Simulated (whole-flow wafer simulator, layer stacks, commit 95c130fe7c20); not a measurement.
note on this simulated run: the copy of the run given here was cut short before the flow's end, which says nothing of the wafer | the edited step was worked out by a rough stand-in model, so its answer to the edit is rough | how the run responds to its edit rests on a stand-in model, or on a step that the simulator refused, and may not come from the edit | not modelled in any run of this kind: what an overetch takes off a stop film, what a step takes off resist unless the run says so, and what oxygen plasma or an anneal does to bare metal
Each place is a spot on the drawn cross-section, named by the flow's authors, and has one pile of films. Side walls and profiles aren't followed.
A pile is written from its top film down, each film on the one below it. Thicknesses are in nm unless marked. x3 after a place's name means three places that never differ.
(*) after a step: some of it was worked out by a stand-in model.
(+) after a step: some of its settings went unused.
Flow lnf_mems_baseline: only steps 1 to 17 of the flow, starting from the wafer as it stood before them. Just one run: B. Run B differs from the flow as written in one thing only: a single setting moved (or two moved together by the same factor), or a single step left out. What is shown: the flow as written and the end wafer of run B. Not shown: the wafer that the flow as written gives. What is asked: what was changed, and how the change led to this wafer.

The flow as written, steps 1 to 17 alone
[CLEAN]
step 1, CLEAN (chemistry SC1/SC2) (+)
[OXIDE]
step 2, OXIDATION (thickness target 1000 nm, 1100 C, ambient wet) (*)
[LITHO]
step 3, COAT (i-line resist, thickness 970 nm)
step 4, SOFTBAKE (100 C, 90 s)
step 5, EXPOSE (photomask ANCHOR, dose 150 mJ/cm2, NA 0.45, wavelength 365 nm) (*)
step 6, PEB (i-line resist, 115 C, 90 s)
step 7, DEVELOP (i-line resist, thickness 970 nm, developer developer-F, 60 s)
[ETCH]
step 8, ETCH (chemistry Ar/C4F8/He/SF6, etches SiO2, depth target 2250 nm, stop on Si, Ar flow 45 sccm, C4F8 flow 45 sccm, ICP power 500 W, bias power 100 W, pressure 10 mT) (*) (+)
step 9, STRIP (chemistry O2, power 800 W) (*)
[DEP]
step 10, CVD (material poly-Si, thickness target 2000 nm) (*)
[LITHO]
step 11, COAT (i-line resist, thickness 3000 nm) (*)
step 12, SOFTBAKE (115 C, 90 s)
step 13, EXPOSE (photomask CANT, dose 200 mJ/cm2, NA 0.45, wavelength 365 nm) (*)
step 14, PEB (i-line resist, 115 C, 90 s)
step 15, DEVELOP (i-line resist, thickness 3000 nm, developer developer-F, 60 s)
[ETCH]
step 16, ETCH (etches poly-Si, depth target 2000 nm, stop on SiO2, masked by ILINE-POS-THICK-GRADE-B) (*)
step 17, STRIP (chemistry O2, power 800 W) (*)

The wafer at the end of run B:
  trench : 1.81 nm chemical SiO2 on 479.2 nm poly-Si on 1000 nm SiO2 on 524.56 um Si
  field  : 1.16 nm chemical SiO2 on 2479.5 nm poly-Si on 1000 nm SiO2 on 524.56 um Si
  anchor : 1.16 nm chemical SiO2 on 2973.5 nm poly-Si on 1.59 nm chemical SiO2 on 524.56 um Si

What caused this: step 10, CVD: thickness target 2480 nm was run, whereas the flow has thickness target 2000 nm.

The path from the change to this, step by step:
  step 10, CVD (material poly-Si, thickness target 2000 nm) (*)
      field, beam, trench, char_slit: +2480 poly-Si (new film) (it would be, as written: +2000 poly-Si (new film))
      anchor: +2974.1 poly-Si (new film) (it would be, as written: +2322 poly-Si (new film))
  step 11, COAT (i-line resist, thickness 3000 nm) (*)
      anchor: +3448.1 i-line resist (new film) (it would be, as written: +3611.6 i-line resist (new film))
  step 12, SOFTBAKE (115 C, 90 s)
      field: -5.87 i-line resist (it would be, as written: -6.66 i-line resist)
      anchor: +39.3 i-line resist (it would be, as written: +45.4 i-line resist)
      (as well as at 2 more places)
  step 14, PEB (i-line resist, 115 C, 90 s)
      anchor: -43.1 i-line resist (it would be, as written: -46.1 i-line resist)
  step 16, ETCH (etches poly-Si, depth target 2000 nm, stop on SiO2, masked by ILINE-POS-THICK-GRADE-B) (*)
      trench, char_slit: -2000 poly-Si (it would be, as written: -2000 poly-Si (all of it))
  step 17, STRIP (chemistry O2, power 800 W) (*)
      trench, char_slit: +1.81 chemical SiO2 (new film), -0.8 poly-Si (it would be, as written: nothing)
      anchor: +1.16 chemical SiO2 (new film), -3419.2 i-line resist (all of it), -0.51 poly-Si (it would be, as written: +1.17 chemical SiO2 (new film), -3585.8 i-line resist (all of it), -0.52 poly-Si)
